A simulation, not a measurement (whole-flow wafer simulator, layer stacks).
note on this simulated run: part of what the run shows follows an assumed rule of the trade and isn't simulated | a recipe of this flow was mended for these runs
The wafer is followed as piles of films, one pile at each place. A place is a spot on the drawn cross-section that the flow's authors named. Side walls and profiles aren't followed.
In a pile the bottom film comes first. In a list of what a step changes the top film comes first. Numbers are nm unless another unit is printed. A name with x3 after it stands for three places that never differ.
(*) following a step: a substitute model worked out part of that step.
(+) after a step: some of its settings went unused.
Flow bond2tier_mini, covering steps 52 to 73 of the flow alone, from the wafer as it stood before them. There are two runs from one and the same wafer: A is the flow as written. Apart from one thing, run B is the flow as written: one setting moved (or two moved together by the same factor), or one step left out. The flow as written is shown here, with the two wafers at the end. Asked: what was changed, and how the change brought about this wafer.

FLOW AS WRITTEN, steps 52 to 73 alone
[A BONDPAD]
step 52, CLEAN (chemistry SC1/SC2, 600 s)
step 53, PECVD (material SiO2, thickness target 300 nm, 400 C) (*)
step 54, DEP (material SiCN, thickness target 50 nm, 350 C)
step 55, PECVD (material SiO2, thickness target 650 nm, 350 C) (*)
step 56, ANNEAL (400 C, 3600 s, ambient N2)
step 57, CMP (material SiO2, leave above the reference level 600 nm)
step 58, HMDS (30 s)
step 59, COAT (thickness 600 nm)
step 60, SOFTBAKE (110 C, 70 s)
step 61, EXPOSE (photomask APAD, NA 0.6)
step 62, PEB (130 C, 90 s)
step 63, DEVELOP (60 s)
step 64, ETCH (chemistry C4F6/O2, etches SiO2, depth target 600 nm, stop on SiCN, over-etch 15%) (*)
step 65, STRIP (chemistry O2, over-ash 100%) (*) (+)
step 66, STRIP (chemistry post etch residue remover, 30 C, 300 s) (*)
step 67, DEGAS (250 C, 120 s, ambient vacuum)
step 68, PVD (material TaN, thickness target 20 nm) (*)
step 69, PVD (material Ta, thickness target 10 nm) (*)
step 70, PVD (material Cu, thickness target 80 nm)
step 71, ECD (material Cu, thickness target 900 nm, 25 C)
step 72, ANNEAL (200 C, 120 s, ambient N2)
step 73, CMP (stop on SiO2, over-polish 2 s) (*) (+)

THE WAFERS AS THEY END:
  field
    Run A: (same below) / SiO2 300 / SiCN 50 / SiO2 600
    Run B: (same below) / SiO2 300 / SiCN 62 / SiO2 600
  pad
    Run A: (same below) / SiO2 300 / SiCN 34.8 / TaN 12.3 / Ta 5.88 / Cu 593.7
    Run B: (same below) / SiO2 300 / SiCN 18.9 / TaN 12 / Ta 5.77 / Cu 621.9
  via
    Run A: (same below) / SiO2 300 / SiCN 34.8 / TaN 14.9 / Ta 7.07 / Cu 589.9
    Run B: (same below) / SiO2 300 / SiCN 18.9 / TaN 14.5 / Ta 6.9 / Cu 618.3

What caused this: step 54, DEP: thickness target 62 nm was run, while the flow as written has thickness target 50 nm; step 64, ETCH: depth target 744 nm was run, where the flow has depth target 600 nm.
The wafer itself shows it: field has SiCN 62, and step 54 as written asks for 50 nm.

Step by step, how the change led to this:
  step 54, DEP (material SiCN, thickness target 50 nm, 350 C)
      field, pad, via: A +50 SiCN (new film) | B +62 SiCN (new film)
  step 64, ETCH (chemistry C4F6/O2, etches SiO2, depth target 600 nm, stop on SiCN, over-etch 15%) (*)
      pad, via: A -600 SiO2 (all of it), -15.2 SiCN | B -600 SiO2 (all of it), -43.1 SiCN
      field: A -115 thick-KrF-resist | B -142.6 thick-KrF-resist
  step 65, STRIP (chemistry O2, over-ash 100%) (*) (+)
      field: A -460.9 thick-KrF-resist (all of it) | B -433.3 thick-KrF-resist (all of it)
  step 70, PVD (material Cu, thickness target 80 nm)
      via: A +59 Cu (new film) | B +57.6 Cu (new film)
